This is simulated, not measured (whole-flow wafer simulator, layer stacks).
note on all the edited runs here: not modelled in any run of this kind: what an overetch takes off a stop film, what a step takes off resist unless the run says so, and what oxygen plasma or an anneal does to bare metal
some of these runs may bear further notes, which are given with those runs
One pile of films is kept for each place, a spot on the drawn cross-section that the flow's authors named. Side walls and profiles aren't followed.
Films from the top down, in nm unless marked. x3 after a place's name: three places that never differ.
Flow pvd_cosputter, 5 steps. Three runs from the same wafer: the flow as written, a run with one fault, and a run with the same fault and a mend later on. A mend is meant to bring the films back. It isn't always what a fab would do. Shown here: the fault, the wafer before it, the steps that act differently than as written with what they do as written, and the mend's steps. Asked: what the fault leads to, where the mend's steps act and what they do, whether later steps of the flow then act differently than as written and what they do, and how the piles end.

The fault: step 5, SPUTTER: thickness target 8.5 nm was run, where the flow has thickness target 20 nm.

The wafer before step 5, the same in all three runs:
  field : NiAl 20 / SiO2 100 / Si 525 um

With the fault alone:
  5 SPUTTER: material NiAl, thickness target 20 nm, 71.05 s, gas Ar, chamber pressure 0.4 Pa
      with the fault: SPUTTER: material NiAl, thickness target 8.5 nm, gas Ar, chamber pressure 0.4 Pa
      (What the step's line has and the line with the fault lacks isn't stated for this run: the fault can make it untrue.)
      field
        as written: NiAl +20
        with the fault: NiAl +8.5
  No later step of the flow acts differently than as written at any place that is followed.
  At the end the piles differ from the flow's by more than 2% or 0.5 nm, whichever is larger, at field.
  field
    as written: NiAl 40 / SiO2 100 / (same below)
    with the fault: NiAl 28.5 / SiO2 100 / (same below)

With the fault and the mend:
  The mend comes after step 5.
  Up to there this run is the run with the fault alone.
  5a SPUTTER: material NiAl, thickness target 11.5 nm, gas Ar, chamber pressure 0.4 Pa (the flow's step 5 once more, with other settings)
      field
        NiAl +11.5
  No later step of the flow acts differently than as written at any place that is followed.
  At the end the piles are the same as the flow's at every place that both follow.
